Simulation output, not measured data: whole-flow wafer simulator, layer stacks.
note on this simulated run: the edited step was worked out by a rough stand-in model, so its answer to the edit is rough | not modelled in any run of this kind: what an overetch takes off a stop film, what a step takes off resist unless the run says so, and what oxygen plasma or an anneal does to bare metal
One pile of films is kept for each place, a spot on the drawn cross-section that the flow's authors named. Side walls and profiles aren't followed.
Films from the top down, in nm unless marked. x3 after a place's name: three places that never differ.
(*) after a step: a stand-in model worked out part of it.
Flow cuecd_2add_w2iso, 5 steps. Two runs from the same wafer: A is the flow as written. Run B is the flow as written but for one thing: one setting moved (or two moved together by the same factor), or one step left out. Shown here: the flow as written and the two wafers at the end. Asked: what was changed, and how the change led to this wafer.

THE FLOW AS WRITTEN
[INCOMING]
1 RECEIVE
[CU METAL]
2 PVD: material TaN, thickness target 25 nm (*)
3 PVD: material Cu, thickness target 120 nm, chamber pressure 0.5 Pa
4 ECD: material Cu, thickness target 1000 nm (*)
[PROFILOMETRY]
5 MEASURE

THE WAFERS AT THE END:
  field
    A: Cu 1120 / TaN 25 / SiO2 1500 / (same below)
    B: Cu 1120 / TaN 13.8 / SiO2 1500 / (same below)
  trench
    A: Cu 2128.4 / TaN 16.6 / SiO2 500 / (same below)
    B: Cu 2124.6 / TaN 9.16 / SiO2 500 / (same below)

The cause: step 2, PVD: thickness target 13.8 nm was run, where the flow has thickness target 25 nm.
It can be read off the wafer: field has TaN 13.8, and step 2 as written asks for 25 nm.

How the change led to this, step by step:
  2 PVD: material TaN, thickness target 25 nm (*)
      field: A TaN +25 (new film) | B TaN +13.8 (new film)
      trench: A TaN +16.6 (new film) | B TaN +9.16 (new film)
